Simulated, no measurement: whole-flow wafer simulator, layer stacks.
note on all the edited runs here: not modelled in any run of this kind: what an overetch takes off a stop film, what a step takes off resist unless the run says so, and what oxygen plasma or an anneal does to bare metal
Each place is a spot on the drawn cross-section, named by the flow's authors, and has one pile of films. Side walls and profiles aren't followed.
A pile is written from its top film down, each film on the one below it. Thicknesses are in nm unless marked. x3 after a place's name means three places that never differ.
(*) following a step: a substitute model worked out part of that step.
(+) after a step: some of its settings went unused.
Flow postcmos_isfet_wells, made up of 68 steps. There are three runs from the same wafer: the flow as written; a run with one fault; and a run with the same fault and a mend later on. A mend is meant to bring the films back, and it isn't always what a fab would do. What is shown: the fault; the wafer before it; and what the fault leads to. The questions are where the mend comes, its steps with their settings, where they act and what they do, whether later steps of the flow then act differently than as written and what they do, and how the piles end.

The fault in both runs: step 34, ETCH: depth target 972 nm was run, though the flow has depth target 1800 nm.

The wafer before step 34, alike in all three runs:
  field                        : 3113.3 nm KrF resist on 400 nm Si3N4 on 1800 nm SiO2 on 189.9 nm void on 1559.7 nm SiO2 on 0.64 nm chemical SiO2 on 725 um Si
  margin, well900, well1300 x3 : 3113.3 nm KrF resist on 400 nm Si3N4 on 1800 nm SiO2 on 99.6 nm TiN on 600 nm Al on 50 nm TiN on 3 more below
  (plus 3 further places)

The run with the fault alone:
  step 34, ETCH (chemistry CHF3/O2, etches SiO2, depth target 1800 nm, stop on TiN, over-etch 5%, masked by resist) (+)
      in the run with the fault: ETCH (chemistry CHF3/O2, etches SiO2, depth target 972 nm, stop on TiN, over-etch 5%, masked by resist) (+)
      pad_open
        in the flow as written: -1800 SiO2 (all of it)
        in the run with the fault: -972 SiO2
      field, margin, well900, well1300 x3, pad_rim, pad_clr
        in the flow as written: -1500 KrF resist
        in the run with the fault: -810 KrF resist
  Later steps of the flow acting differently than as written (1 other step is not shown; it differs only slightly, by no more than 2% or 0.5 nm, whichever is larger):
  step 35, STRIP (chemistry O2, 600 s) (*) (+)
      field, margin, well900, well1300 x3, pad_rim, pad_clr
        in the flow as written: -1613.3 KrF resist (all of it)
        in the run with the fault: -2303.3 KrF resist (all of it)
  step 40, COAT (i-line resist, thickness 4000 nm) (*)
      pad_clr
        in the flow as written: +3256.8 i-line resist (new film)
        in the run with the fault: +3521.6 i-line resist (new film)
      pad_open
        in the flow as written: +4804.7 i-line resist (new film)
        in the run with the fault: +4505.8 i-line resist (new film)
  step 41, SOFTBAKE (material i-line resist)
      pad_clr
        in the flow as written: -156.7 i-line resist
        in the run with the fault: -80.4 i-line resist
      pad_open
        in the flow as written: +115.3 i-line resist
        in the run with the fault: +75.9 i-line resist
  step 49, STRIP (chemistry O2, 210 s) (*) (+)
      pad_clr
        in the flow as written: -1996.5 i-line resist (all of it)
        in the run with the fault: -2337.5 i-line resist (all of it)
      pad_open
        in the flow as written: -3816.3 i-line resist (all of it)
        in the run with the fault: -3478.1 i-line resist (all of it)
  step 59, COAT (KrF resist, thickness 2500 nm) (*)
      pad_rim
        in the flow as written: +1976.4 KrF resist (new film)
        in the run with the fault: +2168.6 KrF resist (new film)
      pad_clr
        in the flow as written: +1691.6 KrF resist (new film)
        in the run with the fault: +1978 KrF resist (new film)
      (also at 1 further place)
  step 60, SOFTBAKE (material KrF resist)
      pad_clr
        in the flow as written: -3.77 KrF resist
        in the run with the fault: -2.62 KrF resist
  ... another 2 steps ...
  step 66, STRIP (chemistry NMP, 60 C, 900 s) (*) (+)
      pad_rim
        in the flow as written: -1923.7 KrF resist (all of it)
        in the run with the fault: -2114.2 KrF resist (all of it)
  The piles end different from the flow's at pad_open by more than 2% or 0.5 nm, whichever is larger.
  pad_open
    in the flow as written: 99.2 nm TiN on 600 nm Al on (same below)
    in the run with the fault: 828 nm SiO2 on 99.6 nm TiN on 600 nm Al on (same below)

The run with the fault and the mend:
  After step 34 comes the mend.
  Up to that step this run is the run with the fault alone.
  step 34a, ETCH (chemistry CHF3/O2, etches SiO2, depth target 828 nm, stop on TiN, over-etch 5%, masked by resist) (the flow's step 34, run once more with other settings)
      field, margin, well900, well1300 x3, pad_rim, pad_clr
        -690 KrF resist
      pad_open
        -828 SiO2 (all of it)
  Every later step of the flow that is run acts as written at every place that is followed.
  By the end, the piles equal the flow's at every place that both follow.
